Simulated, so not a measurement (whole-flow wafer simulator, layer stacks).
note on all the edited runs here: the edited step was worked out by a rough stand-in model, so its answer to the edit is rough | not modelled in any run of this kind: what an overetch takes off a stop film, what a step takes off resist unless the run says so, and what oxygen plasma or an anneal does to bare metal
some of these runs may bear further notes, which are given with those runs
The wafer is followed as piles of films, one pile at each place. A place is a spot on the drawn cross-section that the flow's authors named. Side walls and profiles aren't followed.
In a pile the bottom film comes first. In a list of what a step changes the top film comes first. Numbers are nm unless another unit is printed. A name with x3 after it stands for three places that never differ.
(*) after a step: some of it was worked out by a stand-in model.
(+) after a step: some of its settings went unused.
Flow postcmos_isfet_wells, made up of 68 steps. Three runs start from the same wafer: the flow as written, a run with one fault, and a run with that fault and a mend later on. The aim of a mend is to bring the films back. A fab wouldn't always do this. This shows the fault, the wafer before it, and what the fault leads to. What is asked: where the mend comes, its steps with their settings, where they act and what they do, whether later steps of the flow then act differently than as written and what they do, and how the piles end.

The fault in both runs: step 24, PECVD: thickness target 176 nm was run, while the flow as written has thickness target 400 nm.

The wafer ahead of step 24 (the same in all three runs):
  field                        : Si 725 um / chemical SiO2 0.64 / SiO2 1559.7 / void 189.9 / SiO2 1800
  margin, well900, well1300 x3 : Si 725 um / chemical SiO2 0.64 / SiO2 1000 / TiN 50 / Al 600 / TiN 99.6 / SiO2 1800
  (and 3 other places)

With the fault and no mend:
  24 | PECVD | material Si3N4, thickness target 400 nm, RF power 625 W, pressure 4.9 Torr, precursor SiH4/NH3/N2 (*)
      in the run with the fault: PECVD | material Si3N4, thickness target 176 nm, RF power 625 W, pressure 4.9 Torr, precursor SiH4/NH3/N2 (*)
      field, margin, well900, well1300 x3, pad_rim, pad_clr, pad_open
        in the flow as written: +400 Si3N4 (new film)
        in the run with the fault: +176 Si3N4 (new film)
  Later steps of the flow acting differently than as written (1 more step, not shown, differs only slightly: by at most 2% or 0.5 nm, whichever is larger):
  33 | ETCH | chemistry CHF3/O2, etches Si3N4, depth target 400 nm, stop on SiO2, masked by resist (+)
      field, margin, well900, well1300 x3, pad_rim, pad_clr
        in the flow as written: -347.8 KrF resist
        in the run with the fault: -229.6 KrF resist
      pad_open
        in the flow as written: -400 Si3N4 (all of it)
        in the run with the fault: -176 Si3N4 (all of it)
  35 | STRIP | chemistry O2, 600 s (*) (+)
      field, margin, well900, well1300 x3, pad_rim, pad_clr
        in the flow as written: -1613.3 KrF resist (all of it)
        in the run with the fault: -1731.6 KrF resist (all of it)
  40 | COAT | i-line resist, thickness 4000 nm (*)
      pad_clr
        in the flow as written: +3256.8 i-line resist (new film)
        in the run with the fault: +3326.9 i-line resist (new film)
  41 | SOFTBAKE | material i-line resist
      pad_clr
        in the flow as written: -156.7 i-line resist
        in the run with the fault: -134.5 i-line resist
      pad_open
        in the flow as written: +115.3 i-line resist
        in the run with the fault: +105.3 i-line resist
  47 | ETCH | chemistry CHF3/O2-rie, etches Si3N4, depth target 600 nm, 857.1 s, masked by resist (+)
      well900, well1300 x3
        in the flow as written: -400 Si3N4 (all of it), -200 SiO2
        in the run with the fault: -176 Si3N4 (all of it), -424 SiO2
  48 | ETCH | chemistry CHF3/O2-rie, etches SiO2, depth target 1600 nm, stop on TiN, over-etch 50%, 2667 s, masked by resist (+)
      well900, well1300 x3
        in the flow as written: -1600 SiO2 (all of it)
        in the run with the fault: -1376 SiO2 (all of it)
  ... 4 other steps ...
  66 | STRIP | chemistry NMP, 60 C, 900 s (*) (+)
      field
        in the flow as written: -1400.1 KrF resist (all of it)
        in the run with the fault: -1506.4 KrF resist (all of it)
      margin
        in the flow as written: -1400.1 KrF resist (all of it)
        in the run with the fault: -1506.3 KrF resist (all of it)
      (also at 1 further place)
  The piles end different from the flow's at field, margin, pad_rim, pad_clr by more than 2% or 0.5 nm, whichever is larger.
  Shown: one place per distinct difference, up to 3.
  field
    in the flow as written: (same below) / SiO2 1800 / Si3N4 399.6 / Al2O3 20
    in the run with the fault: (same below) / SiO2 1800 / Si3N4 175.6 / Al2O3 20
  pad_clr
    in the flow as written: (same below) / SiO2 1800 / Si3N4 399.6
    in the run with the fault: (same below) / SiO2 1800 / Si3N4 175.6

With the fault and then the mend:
  The mend follows step 32.
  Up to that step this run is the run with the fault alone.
  32a | STRIP | chemistry O2, 600 s (*) (+)
      field, margin, well900, well1300 x3, pad_rim, pad_clr
        -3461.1 KrF resist (all of it)
  32b | PECVD | material Si3N4, thickness target 224 nm, RF power 625 W, pressure 4.9 Torr, precursor SiH4/NH3/N2 (*) (a further turn of the flow's step 24, with different settings)
      field, margin, well900, well1300 x3, pad_rim, pad_clr, pad_open
        +224 Si3N4
  32c | HMDS | 30 s (a further turn of the flow's step 26)
      alters no film at any place that is followed
  32d | COAT | KrF resist, thickness 3500 nm (a further turn of the flow's step 27)
      field, margin, well900, well1300 x3, pad_rim, pad_clr, pad_open
        +3500 KrF resist (new film)
  32e | SOFTBAKE | material KrF resist (a further turn of the flow's step 28)
      alters no film at any place that is followed
  32f | EBR (a further turn of the flow's step 29)
      alters no film at any place that is followed
  32g | EXPOSE | photomask PAD, dose 67.86 mJ/cm2, NA 0.55, wavelength 248 nm (*) (a further turn of the flow's step 30)
      alters no film at any place that is followed
  32h | PEB (a further turn of the flow's step 31)
      field, margin, well900, well1300 x3, pad_rim, pad_clr, pad_open
        -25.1 KrF resist
  32i | DEVELOP | thickness 3500 nm, 60 s (a further turn of the flow's step 32)
      field, margin, well900, well1300 x3, pad_rim, pad_clr
        -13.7 KrF resist
      pad_open
        -3474.9 KrF resist (all of it)
  Later steps of the flow that are run all act as written at every place that is followed.
  The piles end the same as the flow's at every place that both follow.
